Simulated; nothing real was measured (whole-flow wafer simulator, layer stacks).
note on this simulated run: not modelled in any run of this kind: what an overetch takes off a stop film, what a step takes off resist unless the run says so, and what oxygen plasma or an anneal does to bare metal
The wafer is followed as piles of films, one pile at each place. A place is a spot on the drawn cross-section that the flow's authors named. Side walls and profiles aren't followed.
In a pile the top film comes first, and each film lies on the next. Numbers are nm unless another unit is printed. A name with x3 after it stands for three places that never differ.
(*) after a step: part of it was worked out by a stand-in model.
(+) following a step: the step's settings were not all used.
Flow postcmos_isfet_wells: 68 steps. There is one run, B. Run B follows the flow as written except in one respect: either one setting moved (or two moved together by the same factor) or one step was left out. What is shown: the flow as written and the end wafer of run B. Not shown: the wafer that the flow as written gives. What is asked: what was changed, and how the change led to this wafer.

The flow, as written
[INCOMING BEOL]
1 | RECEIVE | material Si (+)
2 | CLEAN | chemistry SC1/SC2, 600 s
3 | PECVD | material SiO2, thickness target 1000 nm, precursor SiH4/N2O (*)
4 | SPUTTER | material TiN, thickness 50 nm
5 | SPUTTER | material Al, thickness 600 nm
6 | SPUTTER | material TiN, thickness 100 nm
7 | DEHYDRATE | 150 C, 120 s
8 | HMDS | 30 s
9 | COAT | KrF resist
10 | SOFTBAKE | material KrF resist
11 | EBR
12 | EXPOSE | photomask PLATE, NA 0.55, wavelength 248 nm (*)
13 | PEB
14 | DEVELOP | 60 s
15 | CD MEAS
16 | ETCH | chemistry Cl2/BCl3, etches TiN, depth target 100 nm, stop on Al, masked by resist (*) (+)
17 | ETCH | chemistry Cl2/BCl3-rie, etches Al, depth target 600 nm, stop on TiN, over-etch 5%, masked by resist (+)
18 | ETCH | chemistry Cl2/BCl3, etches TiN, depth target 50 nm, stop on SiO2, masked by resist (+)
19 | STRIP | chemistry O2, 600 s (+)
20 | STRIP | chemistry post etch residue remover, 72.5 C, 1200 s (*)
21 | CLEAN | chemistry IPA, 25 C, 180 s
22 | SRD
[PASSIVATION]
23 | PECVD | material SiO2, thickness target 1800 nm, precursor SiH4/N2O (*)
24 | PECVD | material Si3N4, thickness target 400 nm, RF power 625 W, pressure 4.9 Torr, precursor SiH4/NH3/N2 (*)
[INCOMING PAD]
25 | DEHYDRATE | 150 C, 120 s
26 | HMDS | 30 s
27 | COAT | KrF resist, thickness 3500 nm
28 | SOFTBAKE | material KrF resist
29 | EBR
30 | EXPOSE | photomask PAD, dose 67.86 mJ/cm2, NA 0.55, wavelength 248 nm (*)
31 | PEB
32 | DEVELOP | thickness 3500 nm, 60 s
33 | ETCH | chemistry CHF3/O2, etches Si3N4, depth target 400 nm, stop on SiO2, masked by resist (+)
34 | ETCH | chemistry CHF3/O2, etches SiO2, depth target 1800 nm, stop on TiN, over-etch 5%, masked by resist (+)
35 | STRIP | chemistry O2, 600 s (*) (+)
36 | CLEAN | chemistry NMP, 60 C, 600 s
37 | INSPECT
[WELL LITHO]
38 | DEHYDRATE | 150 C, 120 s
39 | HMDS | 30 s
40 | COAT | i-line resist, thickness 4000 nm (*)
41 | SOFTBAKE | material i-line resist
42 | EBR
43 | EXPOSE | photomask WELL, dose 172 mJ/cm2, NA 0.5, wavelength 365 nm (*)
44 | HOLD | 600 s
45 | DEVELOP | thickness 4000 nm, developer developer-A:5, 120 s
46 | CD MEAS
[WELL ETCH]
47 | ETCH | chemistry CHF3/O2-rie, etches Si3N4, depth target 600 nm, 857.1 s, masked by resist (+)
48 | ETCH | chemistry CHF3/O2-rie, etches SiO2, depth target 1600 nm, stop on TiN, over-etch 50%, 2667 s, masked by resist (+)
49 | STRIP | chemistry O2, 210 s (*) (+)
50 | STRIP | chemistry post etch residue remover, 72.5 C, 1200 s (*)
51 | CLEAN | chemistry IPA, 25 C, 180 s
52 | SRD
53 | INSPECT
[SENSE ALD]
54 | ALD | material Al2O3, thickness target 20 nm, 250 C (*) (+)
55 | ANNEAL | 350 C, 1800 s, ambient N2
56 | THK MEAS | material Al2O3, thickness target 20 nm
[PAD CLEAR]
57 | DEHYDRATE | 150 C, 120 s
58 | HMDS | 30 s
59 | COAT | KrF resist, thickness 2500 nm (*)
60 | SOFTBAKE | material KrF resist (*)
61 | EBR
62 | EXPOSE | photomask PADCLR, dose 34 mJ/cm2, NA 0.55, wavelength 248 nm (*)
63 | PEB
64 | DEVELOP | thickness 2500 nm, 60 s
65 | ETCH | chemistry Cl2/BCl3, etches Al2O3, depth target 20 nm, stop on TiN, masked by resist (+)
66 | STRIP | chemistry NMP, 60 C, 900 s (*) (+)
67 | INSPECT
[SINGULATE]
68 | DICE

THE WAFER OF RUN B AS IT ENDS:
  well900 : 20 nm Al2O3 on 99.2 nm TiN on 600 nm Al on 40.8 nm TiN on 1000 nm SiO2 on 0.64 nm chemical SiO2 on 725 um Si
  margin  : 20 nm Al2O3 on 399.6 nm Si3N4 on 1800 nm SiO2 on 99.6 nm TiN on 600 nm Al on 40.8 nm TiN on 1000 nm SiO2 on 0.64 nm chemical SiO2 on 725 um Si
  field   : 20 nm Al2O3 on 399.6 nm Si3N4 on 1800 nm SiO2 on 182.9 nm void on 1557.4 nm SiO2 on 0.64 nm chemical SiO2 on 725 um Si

Cause: step 4, SPUTTER: thickness 40.76 nm was run, though the flow has thickness 50 nm.
The wafer itself shows it: well900 has TiN 40.8, and step 4 as written asks for 50 nm.

How this came from the change, step by step:
  4 | SPUTTER | material TiN, thickness 50 nm
      field, margin, well900 and 6 more: TiN gains 40.8 (new film) (as written it would have been: TiN gains 50 (new film))
  18 | ETCH | chemistry Cl2/BCl3, etches TiN, depth target 50 nm, stop on SiO2, masked by resist (+)
      field: TiN loses 40.8 (all of it) (as written it would have been: TiN loses 50 (all of it))
  23 | PECVD | material SiO2, thickness target 1800 nm, precursor SiH4/N2O (*)
      field: SiO2 gains 1800 (new film), void gains 182.9 (new film), SiO2 gains 557.4 (as written it would have been: SiO2 gains 1800 (new film), void gains 189.9 (new film), SiO2 gains 559.7)
